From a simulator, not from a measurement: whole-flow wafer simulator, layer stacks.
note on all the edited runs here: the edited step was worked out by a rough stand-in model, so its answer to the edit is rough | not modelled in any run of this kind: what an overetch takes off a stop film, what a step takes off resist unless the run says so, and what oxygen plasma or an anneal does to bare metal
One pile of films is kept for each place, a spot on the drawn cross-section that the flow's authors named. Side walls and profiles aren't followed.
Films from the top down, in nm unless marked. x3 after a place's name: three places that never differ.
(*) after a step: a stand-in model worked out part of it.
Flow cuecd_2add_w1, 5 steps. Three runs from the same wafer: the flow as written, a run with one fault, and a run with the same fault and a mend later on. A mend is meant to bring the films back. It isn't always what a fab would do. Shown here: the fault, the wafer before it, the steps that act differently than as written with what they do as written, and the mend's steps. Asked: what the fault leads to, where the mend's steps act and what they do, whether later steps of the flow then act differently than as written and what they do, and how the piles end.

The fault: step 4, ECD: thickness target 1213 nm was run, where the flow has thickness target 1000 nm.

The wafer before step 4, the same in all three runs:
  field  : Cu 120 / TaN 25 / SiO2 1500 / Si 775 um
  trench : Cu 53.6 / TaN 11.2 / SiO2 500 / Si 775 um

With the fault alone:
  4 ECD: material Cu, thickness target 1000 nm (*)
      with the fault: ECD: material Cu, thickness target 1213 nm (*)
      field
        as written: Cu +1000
        with the fault: Cu +1213
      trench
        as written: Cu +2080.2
        with the fault: Cu +2293.2
  No later step of the flow acts differently than as written at any place that is followed.
  At the end the piles differ from the flow's by more than 2% or 0.5 nm, whichever is larger, at field, trench.
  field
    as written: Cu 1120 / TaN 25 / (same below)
    with the fault: Cu 1333 / TaN 25 / (same below)
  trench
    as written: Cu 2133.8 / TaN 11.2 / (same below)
    with the fault: Cu 2346.8 / TaN 11.2 / (same below)

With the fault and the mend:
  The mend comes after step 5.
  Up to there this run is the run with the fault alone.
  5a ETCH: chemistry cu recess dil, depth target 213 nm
      field, trench
        Cu -213
  No later step of the flow acts differently than as written at any place that is followed.
  At the end the piles are the same as the flow's at every place that both follow.
